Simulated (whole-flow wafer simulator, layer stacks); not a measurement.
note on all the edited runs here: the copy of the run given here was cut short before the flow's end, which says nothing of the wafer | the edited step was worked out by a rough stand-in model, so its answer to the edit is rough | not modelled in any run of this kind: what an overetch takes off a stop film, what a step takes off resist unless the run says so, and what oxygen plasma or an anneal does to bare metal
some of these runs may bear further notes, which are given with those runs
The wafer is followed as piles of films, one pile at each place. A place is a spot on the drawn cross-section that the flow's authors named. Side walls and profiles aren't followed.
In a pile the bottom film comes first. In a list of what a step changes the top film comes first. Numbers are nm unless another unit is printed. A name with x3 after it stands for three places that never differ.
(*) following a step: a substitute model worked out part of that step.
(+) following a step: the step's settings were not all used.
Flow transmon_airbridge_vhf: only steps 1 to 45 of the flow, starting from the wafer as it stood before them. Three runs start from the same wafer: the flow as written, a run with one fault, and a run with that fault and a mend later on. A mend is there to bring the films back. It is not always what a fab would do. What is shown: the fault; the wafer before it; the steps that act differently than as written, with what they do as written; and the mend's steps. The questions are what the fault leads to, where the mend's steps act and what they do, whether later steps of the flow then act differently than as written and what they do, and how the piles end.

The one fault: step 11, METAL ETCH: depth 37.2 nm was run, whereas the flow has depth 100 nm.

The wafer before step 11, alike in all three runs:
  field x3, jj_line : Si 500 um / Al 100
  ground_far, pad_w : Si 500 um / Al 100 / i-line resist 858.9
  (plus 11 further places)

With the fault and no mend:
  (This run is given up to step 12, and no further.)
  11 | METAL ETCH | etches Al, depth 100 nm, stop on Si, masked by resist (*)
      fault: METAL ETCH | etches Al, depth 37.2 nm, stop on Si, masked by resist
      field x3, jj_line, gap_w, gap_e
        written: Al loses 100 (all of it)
        fault: Al loses 37.2
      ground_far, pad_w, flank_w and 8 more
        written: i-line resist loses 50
        fault: i-line resist loses 18.6
  Steps later in the flow that act otherwise than as written:
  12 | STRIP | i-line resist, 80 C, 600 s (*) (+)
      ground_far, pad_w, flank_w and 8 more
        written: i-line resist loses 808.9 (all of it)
        fault: i-line resist loses 840.3 (all of it)
  Once step 12 is done, the piles at field x3, jj_line, gap_w, gap_e depart from the flow's by more than 2% or 0.5 nm, whichever is larger.
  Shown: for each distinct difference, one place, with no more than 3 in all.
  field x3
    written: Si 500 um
    fault: Si 500 um / Al 62.8

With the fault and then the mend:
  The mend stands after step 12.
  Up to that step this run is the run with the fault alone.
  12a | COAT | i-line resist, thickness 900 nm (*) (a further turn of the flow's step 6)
      field x3, jj_line, trace_open_s x2, margin_s, bridge_strip, margin_n
        i-line resist gains 900 (new film)
      pad_w, pad_e
        i-line resist gains 895.4 (new film)
      flank_w, flank_e
        i-line resist gains 891.3 (new film)
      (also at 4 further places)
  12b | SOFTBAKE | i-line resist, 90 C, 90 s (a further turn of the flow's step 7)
      flank_w, flank_e
        i-line resist loses 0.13
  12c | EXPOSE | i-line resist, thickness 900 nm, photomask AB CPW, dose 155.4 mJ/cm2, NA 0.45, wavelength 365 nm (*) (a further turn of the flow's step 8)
      does not change any film at any place that is followed
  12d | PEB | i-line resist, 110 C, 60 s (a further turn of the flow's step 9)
      field x3, jj_line, trace_open_s x2, margin_s, bridge_strip, margin_n
        i-line resist loses 41
      pad_w, cpw_trace, pad_e
        i-line resist loses 40.8
      flank_w, flank_e
        i-line resist loses 40.6
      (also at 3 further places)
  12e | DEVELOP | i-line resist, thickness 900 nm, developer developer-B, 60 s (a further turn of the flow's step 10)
      cpw_trace, trace_open_s x2, margin_s, bridge_strip, margin_n
        i-line resist loses 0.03
      field x3, jj_line
        i-line resist loses 859 (all of it)
      gap_w, gap_e
        i-line resist loses 878.4 (all of it)
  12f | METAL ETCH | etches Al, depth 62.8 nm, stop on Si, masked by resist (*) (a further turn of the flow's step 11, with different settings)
      ground_far, pad_w, flank_w and 8 more
        i-line resist loses 31.4
      field x3, jj_line, gap_w, gap_e
        Al loses 62.8 (all of it)
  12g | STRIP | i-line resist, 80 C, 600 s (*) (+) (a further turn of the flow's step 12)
      trace_open_s x2, margin_s, bridge_strip, margin_n
        i-line resist loses 827.5 (all of it)
      pad_w, pad_e
        i-line resist loses 823.2 (all of it)
      flank_w, flank_e
        i-line resist loses 819.1 (all of it)
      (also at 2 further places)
  Later steps of the flow that are run all act as written at every place that is followed.
  By the end, the piles equal the flow's at every place that both follow.
